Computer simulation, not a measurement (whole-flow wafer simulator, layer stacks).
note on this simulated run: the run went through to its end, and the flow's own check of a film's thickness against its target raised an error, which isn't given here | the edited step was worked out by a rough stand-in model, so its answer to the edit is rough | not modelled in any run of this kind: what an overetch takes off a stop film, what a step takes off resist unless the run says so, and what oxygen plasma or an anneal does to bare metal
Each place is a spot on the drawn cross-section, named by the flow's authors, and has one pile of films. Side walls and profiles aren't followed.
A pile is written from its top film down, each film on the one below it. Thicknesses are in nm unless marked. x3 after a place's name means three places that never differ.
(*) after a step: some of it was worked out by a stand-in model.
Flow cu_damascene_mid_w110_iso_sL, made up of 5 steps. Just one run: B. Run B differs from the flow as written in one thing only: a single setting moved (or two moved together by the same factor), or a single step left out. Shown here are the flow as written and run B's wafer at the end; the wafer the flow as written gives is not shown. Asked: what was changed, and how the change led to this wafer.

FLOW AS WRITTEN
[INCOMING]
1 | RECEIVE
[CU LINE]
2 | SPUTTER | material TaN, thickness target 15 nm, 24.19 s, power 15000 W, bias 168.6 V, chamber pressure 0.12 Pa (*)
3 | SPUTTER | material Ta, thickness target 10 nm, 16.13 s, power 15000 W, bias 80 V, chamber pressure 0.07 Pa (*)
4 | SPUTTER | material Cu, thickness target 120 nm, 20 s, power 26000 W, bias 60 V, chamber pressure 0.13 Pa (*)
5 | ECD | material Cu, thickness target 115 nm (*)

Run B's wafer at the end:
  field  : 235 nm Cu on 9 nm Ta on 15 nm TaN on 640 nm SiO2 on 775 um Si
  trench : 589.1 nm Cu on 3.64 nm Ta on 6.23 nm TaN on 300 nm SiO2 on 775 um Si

Cause: step 3, SPUTTER: 14.52 s was run, while the flow as written has 16.13 s.

How this came from the change, step by step:
  3 | SPUTTER | material Ta, thickness target 10 nm, 16.13 s, power 15000 W, bias 80 V, chamber pressure 0.07 Pa (*)
      field: Ta gains 9 (new film) (in the flow as written it would be: Ta gains 10 (new film))
